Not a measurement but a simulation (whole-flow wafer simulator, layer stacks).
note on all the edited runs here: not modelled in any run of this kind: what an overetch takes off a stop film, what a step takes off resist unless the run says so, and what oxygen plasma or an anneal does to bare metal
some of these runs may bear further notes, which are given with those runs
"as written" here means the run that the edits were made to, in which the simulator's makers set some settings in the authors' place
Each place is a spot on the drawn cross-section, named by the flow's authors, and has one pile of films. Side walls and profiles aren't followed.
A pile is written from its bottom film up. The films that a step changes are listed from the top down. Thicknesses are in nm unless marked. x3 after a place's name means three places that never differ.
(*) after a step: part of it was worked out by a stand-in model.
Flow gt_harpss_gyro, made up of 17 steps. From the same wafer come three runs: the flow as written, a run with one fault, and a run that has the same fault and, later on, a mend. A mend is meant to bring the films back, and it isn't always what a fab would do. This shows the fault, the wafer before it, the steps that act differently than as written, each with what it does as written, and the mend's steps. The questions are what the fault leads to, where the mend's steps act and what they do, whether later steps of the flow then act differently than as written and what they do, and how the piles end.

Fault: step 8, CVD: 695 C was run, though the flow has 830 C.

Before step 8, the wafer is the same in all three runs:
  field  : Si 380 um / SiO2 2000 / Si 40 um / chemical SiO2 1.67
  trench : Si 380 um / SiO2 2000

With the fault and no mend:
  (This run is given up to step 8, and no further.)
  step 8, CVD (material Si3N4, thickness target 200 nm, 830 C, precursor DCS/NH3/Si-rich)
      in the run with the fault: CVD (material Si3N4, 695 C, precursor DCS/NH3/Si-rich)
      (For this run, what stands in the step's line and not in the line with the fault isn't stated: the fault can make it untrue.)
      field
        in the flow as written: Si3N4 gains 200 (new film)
        in the run with the fault: Si3N4 gains 24.3 (new film)
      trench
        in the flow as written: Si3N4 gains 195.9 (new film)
        in the run with the fault: Si3N4 gains 24.3 (new film)
  Once step 8 is done, the piles at field, trench depart from the flow's by more than 2% or 0.5 nm, whichever is larger.
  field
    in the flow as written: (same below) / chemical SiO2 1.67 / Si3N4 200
    in the run with the fault: (same below) / chemical SiO2 1.67 / Si3N4 24.3
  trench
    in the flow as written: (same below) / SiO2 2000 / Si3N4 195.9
    in the run with the fault: (same below) / SiO2 2000 / Si3N4 24.3

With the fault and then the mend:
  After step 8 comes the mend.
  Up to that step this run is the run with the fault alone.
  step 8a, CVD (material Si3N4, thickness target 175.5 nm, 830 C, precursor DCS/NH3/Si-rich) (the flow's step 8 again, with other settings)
      field
        Si3N4 gains 175.5
      trench
        Si3N4 gains 171.8
  Later steps of the flow acting differently than as written:
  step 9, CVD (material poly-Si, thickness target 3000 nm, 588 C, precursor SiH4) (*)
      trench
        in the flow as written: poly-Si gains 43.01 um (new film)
        in the run with the mend: poly-Si gains 43 um (new film)
  When the end is reached, the piles differ only a little from the flow's at the places that both follow, at most by 2% or 0.5 nm, whichever is larger.
